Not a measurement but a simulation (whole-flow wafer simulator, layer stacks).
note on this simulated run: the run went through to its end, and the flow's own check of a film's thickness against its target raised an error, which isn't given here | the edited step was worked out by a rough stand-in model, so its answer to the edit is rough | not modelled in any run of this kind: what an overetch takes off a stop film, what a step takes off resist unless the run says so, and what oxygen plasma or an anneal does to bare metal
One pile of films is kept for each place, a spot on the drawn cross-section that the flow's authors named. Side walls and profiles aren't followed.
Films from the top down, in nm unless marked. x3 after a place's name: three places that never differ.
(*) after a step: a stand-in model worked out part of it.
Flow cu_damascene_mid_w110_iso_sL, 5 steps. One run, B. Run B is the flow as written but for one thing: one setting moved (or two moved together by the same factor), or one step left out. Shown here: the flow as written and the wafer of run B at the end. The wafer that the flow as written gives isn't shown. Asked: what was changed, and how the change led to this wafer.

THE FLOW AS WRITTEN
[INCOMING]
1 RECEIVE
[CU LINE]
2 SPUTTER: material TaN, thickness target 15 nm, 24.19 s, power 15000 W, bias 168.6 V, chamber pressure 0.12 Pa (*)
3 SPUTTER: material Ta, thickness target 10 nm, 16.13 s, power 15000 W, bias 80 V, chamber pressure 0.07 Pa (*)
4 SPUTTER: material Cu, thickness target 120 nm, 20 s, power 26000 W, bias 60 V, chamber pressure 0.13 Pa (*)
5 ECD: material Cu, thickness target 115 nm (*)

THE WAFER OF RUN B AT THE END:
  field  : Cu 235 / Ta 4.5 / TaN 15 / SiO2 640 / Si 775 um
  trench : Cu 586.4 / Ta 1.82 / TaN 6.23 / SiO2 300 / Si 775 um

The cause: step 3, SPUTTER: thickness target 4.5 nm was run, where the flow has thickness target 10 nm; step 3, SPUTTER: 7.26 s was run, where the flow has 16.13 s.
It can be read off the wafer: field has Ta 4.5, and step 3 as written asks for 10 nm.

How the change led to this, step by step:
  3 SPUTTER: material Ta, thickness target 10 nm, 16.13 s, power 15000 W, bias 80 V, chamber pressure 0.07 Pa (*)
      field: Ta +4.5 (new film) (as written it would be: Ta +10 (new film))
      trench: Ta +1.82 (new film) (as written it would be: Ta +4.05 (new film))
